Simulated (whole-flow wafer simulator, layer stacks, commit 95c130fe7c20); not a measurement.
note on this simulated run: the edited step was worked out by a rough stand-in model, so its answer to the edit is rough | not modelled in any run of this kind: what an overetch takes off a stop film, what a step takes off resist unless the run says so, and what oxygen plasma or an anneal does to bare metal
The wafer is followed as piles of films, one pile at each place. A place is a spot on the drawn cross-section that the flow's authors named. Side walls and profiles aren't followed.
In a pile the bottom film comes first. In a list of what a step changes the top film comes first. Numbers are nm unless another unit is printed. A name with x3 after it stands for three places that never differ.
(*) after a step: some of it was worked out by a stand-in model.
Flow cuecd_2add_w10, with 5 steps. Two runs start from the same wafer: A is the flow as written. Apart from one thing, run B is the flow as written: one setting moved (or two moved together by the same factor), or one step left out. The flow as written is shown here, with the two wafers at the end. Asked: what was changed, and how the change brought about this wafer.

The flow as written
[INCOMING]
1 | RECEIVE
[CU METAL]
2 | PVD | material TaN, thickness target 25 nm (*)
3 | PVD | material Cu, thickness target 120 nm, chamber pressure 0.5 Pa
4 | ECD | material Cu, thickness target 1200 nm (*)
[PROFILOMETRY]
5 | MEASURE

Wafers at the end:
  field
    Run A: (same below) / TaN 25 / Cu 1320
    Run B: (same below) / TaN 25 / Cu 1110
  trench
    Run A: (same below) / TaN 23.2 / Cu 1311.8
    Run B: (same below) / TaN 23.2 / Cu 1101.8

The reason: step 4, ECD: thickness target 990 nm was run, whereas the flow has thickness target 1200 nm.

The path from the change to this, step by step:
  4 | ECD | material Cu, thickness target 1200 nm (*)
      field, trench: A +1200 Cu | B +990 Cu
